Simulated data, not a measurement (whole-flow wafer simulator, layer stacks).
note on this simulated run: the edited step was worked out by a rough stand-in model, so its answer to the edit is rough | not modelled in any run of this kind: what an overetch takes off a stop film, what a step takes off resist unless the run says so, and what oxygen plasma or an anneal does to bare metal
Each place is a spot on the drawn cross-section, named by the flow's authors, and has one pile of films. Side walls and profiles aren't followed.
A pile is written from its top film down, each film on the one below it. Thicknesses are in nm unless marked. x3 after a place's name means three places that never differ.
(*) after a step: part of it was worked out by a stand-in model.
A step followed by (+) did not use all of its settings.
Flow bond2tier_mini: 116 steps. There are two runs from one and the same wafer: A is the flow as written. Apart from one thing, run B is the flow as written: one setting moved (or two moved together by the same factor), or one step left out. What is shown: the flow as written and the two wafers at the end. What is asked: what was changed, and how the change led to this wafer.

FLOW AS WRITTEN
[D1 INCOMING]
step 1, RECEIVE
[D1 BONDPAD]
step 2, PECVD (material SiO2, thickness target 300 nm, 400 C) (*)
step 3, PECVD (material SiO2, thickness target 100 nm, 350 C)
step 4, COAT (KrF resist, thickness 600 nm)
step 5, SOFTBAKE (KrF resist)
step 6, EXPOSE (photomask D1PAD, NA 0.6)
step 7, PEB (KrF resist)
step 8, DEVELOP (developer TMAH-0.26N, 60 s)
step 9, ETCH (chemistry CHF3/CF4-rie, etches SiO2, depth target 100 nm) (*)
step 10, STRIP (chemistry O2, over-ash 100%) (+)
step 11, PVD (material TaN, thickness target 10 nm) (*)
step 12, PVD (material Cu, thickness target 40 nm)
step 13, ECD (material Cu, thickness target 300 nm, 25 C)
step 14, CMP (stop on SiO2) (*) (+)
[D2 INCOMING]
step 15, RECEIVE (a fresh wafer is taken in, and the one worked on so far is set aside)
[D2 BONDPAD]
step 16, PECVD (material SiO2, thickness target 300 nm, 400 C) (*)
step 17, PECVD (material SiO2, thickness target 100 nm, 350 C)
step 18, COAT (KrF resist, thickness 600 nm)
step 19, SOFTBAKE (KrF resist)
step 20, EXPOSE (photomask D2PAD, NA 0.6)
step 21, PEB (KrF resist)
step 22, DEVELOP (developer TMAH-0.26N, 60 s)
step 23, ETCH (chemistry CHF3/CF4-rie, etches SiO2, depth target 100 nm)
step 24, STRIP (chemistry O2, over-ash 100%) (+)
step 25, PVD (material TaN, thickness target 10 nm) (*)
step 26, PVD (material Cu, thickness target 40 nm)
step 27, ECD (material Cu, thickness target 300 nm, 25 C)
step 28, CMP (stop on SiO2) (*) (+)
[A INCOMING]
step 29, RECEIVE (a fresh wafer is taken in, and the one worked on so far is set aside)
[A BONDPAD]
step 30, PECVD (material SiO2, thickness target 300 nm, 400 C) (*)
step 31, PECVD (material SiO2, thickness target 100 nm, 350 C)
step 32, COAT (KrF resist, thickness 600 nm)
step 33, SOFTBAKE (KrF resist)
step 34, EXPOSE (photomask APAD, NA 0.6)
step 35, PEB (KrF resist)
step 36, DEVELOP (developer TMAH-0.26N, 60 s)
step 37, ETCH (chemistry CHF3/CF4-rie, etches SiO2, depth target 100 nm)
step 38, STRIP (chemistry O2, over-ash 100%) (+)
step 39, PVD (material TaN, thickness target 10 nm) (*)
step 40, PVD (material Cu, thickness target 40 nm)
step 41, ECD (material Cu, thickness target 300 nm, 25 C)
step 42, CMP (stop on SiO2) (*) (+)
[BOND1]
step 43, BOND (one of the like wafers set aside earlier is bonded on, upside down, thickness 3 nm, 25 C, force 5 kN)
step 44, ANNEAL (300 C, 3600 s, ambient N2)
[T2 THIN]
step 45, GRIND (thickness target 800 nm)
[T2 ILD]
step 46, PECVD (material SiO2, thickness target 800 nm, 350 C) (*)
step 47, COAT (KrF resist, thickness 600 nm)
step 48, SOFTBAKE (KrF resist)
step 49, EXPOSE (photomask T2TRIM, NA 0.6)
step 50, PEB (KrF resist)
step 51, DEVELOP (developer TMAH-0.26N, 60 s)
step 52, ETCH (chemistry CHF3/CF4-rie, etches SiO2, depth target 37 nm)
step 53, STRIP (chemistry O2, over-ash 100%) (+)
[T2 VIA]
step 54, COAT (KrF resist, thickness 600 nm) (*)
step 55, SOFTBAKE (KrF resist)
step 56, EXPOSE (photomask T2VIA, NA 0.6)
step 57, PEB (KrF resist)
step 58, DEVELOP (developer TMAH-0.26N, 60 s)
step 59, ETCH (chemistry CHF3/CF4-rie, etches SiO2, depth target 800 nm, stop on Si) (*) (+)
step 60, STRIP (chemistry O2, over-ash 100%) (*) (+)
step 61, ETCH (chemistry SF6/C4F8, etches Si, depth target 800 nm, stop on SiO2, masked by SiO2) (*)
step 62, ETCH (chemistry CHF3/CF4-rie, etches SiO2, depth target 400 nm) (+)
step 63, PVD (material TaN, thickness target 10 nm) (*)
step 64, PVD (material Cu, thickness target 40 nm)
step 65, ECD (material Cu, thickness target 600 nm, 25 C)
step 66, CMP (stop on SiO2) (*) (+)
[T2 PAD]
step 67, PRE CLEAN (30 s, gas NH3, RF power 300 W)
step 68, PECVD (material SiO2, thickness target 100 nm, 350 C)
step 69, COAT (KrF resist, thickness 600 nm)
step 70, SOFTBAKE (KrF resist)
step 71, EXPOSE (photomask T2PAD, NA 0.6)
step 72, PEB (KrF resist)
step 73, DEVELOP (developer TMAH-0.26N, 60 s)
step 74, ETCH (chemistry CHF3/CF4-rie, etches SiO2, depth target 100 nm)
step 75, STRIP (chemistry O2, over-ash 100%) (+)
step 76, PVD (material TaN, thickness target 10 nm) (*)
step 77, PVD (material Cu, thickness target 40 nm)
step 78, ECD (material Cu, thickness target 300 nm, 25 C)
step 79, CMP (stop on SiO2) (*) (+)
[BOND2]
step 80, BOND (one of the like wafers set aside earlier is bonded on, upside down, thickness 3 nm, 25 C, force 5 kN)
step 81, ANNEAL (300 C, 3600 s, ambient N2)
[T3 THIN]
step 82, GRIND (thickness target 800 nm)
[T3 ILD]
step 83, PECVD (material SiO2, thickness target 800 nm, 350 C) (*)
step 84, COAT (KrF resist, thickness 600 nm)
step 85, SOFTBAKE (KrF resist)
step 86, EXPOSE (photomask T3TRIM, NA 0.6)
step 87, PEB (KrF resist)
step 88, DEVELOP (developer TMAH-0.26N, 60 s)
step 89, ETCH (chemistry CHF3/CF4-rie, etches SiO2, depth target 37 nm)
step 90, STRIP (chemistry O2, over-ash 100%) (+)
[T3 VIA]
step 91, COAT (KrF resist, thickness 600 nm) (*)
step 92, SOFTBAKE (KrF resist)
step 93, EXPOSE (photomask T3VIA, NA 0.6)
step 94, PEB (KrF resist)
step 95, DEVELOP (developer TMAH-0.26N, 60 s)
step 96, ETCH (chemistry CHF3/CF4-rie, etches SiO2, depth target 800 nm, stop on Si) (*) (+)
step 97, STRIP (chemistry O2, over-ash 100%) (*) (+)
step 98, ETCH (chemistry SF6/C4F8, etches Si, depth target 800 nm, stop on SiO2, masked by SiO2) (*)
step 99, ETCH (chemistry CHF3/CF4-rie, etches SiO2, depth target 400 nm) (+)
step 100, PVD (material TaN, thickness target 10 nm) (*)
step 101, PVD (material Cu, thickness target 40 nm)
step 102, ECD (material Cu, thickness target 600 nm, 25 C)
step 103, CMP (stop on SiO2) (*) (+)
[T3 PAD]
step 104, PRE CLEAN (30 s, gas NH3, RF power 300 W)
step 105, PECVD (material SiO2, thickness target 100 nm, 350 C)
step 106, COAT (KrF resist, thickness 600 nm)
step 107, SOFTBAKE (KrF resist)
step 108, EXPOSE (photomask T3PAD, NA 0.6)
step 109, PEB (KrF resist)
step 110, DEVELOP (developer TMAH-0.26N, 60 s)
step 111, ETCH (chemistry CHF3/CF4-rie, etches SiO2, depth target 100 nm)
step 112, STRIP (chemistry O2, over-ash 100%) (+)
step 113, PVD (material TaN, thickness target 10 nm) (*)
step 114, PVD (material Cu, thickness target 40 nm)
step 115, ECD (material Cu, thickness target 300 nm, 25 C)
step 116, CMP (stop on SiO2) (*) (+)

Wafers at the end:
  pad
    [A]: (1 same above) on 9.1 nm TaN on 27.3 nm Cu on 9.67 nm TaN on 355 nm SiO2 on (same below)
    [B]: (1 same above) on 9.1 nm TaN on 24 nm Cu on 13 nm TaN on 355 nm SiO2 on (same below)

What caused this: step 100, PVD: thickness target 13.5 nm was run, while the flow as written has thickness target 10 nm.

The path from the change to this, step by step:
  step 100, PVD (material TaN, thickness target 10 nm) (*)
      field: A TaN gains 10 (new film) | B TaN gains 13.5 (new film)
      pad: A TaN gains 9.67 (new film) | B TaN gains 13 (new film)
  step 103, CMP (stop on SiO2) (*) (+)
      field: A Cu loses 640 (all of it), TaN loses 10 (all of it) | B Cu loses 640 (all of it), TaN loses 13.5 (all of it)
